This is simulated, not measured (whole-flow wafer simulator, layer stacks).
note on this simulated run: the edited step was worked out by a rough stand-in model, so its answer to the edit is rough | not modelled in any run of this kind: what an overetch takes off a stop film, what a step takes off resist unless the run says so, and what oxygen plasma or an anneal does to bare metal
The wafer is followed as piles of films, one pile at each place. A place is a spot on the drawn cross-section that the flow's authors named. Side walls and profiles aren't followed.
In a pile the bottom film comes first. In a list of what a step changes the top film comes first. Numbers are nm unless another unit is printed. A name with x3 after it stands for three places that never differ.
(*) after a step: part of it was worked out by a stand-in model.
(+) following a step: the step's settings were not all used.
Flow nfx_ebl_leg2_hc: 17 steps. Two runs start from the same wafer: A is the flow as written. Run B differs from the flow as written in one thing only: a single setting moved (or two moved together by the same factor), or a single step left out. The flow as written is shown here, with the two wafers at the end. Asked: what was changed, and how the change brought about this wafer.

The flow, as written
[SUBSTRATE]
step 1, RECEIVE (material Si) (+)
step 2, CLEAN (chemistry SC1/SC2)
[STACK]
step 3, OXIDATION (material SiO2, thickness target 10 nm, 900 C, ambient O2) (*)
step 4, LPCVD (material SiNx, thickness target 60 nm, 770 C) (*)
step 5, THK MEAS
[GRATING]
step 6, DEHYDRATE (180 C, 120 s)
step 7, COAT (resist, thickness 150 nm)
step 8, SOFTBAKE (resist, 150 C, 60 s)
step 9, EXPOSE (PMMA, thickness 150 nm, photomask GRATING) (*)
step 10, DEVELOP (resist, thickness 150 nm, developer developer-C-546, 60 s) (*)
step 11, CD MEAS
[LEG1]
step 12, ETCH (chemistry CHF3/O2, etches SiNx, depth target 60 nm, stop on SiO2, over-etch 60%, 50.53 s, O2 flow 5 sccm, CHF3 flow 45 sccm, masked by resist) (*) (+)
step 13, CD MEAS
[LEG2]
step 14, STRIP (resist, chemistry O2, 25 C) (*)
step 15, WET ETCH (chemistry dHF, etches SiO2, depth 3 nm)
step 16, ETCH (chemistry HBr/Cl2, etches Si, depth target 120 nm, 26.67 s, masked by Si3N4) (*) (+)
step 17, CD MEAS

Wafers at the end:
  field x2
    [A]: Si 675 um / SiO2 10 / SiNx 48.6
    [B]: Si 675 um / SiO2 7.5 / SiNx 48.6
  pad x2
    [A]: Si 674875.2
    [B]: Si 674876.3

What caused this: step 3, OXIDATION: thickness target 7.5 nm was run, whereas the flow has thickness target 10 nm.
One can read it off the wafer: field x2 has SiO2 7.5, and step 3 as written asks for 10 nm.

Step by step, how the change led to this:
  step 3, OXIDATION (material SiO2, thickness target 10 nm, 900 C, ambient O2) (*)
      field x2, pad x2: A +10 SiO2 (new film), -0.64 chemical SiO2 (all of it), -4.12 Si | B +7.5 SiO2 (new film), -0.64 chemical SiO2 (all of it), -3.02 Si
  step 12, ETCH (chemistry CHF3/O2, etches SiNx, depth target 60 nm, stop on SiO2, over-etch 60%, 50.53 s, O2 flow 5 sccm, CHF3 flow 45 sccm, masked by resist) (*) (+)
      pad x2: A -60 SiNx (all of it), -10 SiO2 (all of it) | B -60 SiNx (all of it), -7.5 SiO2 (all of it)
